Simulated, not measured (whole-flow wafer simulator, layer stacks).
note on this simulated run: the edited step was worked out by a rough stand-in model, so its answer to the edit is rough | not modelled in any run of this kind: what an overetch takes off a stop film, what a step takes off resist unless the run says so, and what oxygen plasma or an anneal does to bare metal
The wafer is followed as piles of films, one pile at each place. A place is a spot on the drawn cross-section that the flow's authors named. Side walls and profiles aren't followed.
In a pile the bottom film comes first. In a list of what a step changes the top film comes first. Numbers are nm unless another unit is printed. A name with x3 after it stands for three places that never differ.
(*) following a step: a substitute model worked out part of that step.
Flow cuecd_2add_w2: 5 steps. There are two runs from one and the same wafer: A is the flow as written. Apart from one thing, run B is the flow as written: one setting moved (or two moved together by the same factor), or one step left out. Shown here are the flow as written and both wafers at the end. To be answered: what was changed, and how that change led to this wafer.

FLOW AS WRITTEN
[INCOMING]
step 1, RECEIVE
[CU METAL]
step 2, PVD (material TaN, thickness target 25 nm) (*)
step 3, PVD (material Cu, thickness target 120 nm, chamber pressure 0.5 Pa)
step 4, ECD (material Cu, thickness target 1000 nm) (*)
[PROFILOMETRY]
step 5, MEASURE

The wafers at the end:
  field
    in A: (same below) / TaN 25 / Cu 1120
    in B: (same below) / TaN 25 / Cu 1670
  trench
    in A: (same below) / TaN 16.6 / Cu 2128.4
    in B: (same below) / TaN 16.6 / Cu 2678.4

What caused this: step 4, ECD: thickness target 1550 nm was run, though the flow has thickness target 1000 nm.

How this came from the change, step by step:
  step 4, ECD (material Cu, thickness target 1000 nm) (*)
      field: A +1000 Cu | B +1550 Cu
      trench: A +2047.6 Cu | B +2597.6 Cu
